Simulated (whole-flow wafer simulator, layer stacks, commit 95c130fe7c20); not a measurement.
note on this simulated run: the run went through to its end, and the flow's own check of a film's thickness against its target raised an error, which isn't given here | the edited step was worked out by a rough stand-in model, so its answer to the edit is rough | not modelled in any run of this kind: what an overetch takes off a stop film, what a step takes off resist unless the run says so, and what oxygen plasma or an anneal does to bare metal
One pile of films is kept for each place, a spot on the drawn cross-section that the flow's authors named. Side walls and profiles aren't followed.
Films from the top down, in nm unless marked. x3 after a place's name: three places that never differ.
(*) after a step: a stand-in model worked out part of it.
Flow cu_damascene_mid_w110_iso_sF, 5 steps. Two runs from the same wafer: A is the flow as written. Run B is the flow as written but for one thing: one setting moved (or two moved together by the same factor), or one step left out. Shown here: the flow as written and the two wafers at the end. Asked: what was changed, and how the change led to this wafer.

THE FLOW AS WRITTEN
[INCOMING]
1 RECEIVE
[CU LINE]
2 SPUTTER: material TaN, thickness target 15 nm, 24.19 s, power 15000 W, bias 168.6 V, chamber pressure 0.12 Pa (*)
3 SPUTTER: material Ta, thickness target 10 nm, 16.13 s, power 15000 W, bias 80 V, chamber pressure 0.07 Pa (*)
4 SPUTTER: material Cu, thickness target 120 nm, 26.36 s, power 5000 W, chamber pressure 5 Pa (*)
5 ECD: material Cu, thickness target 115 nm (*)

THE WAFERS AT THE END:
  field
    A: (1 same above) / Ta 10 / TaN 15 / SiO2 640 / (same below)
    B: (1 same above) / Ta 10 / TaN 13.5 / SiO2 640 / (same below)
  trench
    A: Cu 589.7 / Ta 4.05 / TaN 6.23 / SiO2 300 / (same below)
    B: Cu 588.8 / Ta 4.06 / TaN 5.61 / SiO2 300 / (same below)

The cause: step 2, SPUTTER: thickness target 13.5 nm was run, where the flow has thickness target 15 nm; step 2, SPUTTER: 21.77 s was run, where the flow has 24.19 s.
It can be read off the wafer: field has TaN 13.5, and step 2 as written asks for 15 nm.

How the change led to this, step by step:
  2 SPUTTER: material TaN, thickness target 15 nm, 24.19 s, power 15000 W, bias 168.6 V, chamber pressure 0.12 Pa (*)
      field: A TaN +15 (new film) | B TaN +13.5 (new film)
      trench: A TaN +6.23 (new film) | B TaN +5.61 (new film)
